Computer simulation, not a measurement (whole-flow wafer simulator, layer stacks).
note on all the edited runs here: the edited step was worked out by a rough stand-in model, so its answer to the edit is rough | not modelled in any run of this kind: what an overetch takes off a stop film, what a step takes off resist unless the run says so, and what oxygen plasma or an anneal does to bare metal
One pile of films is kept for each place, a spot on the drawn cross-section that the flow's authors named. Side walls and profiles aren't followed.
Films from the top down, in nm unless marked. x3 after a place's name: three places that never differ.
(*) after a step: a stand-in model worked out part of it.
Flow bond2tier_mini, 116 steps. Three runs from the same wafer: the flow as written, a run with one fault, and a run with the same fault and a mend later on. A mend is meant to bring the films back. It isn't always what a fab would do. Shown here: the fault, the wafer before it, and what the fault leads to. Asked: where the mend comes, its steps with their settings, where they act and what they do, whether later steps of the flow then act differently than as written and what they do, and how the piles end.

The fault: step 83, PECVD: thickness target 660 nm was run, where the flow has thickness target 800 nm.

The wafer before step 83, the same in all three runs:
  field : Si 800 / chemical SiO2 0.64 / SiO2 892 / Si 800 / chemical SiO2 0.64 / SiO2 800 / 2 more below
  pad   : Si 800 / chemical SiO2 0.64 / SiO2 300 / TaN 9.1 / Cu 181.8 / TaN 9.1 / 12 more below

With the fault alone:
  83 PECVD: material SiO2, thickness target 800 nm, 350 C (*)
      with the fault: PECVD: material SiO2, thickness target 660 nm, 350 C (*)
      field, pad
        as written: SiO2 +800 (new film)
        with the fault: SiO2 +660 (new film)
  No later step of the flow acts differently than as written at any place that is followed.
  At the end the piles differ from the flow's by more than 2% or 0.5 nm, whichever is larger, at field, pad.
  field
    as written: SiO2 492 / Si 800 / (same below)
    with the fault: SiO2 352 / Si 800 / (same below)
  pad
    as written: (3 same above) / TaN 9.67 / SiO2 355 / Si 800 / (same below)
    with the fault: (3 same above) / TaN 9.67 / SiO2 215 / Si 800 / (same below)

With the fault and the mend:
  The mend comes after step 83.
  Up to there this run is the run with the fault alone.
  83a PECVD: material SiO2, thickness target 140 nm, 350 C (the flow's step 83 once more, with other settings)
      field, pad
        SiO2 +140
  No later step of the flow acts differently than as written at any place that is followed.
  At the end the piles are the same as the flow's at every place that both follow.
